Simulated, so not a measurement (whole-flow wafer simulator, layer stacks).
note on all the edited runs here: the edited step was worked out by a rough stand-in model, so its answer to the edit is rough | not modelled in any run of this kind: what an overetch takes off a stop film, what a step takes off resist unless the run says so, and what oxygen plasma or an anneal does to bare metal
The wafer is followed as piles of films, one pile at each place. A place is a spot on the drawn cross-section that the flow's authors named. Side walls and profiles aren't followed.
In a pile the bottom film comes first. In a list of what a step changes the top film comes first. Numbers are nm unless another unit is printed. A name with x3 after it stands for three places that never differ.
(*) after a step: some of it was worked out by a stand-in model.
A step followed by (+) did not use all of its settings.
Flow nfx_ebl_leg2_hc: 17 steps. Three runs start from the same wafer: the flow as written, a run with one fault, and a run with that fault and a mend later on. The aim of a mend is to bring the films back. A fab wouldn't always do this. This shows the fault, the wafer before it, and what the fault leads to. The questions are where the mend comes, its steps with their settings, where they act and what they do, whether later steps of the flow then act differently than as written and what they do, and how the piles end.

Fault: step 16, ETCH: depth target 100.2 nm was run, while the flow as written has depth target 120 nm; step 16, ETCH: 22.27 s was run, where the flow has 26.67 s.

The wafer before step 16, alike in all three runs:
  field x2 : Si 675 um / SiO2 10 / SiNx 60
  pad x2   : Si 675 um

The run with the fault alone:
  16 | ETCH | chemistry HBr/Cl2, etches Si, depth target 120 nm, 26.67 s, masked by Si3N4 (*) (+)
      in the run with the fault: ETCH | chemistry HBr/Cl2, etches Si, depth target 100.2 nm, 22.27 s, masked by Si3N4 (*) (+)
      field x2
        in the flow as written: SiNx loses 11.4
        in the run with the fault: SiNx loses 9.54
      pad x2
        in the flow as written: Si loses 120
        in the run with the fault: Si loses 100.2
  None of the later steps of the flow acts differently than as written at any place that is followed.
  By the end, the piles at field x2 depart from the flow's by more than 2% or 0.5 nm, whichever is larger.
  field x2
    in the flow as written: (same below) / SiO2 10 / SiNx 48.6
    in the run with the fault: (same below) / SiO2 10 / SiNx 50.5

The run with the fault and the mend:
  The mend follows step 17.
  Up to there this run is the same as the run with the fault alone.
  17a | ETCH | chemistry HBr/Cl2, etches Si, depth target 19.8 nm, 4.4 s, masked by Si3N4 (*) (+) (the flow's step 16, run once more with other settings)
      field x2
        SiNx loses 1.89
      pad x2
        Si loses 19.8
  None of the later steps of the flow acts differently than as written at any place that is followed.
  At every place that both follow, the piles at the end match the flow's.
